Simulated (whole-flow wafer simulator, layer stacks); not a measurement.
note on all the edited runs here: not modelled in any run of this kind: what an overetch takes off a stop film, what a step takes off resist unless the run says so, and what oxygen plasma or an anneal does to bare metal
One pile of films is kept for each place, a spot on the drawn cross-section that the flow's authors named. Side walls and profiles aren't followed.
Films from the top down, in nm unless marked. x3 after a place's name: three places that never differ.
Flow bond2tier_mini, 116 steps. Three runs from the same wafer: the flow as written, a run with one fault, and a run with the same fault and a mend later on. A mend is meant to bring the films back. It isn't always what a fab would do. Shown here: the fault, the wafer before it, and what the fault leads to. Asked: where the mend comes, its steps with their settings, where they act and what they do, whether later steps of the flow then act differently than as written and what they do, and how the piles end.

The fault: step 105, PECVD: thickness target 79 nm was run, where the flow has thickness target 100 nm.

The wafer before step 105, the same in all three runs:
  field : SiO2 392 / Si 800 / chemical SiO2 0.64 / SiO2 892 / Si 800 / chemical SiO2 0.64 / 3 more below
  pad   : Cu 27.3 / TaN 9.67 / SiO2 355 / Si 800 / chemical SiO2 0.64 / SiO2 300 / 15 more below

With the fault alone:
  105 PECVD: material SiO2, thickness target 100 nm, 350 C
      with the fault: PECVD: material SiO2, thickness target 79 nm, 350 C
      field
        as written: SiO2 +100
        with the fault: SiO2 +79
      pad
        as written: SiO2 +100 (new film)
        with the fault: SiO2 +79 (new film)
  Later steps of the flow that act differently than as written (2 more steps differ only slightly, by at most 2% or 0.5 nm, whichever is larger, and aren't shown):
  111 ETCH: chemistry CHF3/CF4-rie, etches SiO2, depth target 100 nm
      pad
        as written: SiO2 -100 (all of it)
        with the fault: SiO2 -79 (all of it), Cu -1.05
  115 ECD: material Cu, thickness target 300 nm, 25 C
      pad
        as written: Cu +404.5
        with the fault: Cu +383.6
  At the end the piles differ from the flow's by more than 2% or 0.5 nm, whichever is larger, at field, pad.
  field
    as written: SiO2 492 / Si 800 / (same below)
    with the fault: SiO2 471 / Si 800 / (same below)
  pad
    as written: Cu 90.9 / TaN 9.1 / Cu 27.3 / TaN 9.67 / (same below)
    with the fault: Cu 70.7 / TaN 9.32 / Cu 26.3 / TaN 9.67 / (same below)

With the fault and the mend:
  The mend comes after step 105.
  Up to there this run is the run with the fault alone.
  105a PECVD: material SiO2, thickness target 21 nm, 350 C (the flow's step 105 once more, with other settings)
      field, pad
        SiO2 +21
  No later step of the flow acts differently than as written at any place that is followed.
  At the end the piles are the same as the flow's at every place that both follow.
